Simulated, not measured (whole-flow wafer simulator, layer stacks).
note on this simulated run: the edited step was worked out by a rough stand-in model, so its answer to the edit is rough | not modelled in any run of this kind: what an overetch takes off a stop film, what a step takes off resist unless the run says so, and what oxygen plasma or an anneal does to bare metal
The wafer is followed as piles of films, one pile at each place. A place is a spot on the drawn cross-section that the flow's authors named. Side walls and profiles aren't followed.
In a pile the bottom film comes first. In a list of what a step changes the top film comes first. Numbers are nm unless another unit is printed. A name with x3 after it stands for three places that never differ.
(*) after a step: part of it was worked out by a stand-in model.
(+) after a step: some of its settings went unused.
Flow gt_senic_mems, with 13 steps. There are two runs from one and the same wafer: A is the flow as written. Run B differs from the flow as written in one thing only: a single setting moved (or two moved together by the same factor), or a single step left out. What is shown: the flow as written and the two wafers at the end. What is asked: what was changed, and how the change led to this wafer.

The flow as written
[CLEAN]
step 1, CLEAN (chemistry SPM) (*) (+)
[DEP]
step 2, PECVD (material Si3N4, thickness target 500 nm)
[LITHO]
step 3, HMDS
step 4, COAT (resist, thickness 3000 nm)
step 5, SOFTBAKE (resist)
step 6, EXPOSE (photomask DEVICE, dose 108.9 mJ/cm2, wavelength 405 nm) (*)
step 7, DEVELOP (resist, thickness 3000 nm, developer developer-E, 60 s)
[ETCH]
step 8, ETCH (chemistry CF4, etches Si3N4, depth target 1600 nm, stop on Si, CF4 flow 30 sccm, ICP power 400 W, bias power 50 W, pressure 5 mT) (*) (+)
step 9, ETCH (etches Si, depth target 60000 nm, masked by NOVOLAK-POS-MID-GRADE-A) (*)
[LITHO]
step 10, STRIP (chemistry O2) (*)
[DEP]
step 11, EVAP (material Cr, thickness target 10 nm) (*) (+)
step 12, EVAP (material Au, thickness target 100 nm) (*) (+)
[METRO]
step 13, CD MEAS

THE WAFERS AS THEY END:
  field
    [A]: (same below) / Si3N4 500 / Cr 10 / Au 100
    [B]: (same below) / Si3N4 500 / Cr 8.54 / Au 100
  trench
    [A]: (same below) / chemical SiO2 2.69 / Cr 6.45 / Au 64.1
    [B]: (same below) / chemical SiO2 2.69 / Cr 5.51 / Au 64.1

The reason: step 11, EVAP: thickness target 8.54 nm was run, whereas the flow has thickness target 10 nm.
The wafer lets one read it off: field has Cr 8.54, and step 11 as written asks for 10 nm.

The path from the change to this, step by step:
  step 11, EVAP (material Cr, thickness target 10 nm) (*) (+)
      field: A +10 Cr (new film) | B +8.54 Cr (new film)
      trench: A +6.45 Cr (new film) | B +5.51 Cr (new film)
